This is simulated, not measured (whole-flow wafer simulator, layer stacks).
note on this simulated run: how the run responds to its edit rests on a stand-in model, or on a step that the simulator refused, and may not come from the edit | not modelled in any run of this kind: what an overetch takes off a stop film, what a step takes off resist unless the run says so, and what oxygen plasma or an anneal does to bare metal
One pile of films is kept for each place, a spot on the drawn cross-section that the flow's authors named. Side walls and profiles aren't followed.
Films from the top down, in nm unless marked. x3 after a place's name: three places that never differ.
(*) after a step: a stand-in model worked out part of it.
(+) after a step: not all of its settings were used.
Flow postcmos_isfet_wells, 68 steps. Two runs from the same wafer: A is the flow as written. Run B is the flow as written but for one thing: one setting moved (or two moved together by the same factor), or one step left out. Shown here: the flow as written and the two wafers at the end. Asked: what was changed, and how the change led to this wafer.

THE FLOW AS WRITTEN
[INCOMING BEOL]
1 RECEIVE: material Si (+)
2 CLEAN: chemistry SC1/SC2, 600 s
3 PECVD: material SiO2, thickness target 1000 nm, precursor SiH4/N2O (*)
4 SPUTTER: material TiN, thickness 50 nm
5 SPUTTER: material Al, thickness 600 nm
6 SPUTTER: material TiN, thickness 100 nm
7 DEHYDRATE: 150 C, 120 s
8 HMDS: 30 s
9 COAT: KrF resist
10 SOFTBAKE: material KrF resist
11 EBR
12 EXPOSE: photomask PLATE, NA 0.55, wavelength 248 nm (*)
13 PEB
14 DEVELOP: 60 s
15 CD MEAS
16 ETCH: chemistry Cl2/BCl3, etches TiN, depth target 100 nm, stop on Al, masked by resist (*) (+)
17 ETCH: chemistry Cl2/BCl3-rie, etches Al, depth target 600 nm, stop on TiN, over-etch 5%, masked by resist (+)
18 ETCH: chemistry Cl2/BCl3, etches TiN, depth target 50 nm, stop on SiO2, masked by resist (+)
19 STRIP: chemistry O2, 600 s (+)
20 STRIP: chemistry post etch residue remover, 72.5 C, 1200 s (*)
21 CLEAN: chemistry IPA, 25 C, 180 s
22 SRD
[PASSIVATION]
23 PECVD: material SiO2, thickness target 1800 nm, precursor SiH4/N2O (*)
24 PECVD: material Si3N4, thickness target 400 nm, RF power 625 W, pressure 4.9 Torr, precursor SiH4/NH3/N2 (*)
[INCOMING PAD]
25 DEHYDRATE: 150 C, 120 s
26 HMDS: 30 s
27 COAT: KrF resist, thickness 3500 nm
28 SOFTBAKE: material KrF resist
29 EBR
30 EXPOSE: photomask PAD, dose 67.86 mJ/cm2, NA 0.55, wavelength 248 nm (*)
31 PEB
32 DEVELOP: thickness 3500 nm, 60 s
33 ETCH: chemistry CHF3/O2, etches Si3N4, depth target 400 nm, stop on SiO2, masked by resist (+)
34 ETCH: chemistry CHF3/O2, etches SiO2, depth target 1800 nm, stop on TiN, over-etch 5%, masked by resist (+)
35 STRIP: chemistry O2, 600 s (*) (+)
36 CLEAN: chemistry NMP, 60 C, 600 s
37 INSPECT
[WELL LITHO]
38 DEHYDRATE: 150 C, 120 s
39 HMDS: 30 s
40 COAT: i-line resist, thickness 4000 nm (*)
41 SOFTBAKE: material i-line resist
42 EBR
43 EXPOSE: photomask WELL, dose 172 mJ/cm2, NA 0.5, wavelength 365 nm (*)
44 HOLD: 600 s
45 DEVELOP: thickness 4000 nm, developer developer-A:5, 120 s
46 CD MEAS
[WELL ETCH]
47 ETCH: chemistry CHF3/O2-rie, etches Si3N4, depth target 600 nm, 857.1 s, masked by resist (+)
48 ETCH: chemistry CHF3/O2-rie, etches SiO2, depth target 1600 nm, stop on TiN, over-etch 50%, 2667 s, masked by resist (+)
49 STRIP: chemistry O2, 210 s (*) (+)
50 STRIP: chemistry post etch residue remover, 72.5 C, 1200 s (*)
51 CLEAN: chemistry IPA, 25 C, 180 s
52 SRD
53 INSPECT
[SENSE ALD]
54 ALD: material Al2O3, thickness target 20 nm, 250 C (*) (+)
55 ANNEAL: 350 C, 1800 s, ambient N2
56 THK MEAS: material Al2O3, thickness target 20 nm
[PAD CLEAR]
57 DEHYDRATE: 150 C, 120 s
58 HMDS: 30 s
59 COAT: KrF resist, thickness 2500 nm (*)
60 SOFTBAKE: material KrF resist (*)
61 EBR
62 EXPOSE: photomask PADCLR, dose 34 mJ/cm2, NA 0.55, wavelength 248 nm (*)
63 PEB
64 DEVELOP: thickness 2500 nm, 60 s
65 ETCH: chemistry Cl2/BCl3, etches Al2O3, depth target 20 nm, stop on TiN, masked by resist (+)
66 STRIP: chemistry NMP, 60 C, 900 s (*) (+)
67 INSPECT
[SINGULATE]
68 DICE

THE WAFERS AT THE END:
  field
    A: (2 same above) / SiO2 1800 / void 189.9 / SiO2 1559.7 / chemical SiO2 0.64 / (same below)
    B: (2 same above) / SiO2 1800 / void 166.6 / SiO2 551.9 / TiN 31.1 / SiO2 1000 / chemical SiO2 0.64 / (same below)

The cause: step 17, ETCH: depth target 525 nm was run, where the flow has depth target 600 nm.

How the change led to this, step by step:
  17 ETCH: chemistry Cl2/BCl3-rie, etches Al, depth target 600 nm, stop on TiN, over-etch 5%, masked by resist (+)
      field: A Al -600 (all of it) | B Al -525
      margin, well900, well1300, well2000, well3000, pad_rim, pad_clr, pad_open: A KrF resist -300 | B KrF resist -262.5
  18 ETCH: chemistry Cl2/BCl3, etches TiN, depth target 50 nm, stop on SiO2, masked by resist (+)
      field: A TiN -50 (all of it) | B Al -75 (all of it), TiN -18.5
  19 STRIP: chemistry O2, 600 s (+)
      margin, well900, well1300, well2000, well3000, pad_rim, pad_clr, pad_open: A KrF resist -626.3 (all of it) | B KrF resist -663.8 (all of it)
  23 PECVD: material SiO2, thickness target 1800 nm, precursor SiH4/N2O (*)
      field: A SiO2 +1800 (new film), void +189.9 (new film), SiO2 +559.7 | B SiO2 +1800 (new film), void +166.6 (new film), SiO2 +551.9 (new film)
Counting metal films that touch as one body, field has 1 body; the flow as written gives 0 bodies.
